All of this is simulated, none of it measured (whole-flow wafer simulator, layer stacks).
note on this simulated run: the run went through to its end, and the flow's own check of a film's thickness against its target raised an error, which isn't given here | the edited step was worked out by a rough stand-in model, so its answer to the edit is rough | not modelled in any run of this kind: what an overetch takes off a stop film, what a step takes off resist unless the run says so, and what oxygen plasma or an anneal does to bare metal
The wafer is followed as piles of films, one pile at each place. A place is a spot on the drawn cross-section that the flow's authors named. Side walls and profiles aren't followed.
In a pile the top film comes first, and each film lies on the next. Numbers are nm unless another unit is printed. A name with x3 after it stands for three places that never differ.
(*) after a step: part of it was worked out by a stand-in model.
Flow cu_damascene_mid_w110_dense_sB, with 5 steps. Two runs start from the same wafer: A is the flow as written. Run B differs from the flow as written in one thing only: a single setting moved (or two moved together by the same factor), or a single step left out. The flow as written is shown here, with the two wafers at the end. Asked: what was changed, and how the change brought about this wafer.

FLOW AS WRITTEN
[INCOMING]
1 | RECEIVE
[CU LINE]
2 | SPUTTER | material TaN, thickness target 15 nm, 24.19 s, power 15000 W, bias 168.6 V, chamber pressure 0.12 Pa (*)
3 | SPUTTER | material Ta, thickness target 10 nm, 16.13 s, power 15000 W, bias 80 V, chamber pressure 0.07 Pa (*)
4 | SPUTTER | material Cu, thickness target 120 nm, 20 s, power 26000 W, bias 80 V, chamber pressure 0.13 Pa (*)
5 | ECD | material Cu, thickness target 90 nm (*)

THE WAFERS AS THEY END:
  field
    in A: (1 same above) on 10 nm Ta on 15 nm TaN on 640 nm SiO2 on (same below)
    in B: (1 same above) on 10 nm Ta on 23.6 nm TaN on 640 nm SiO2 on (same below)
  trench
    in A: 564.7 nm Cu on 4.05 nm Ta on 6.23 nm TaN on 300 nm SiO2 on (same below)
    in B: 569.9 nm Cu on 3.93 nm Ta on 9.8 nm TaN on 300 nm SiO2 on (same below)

Cause: step 2, SPUTTER: thickness target 23.6 nm was run, whereas the flow has thickness target 15 nm; step 2, SPUTTER: 38.1 s was run, where the flow has 24.19 s.
The wafer itself shows it: field has TaN 23.6, and step 2 as written asks for 15 nm.

How this came from the change, step by step:
  2 | SPUTTER | material TaN, thickness target 15 nm, 24.19 s, power 15000 W, bias 168.6 V, chamber pressure 0.12 Pa (*)
      field: A TaN gains 15 (new film) | B TaN gains 23.6 (new film)
      trench: A TaN gains 6.23 (new film) | B TaN gains 9.8 (new film)
  4 | SPUTTER | material Cu, thickness target 120 nm, 20 s, power 26000 W, bias 80 V, chamber pressure 0.13 Pa (*)
      trench: A Cu gains 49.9 (new film) | B Cu gains 48.7 (new film)
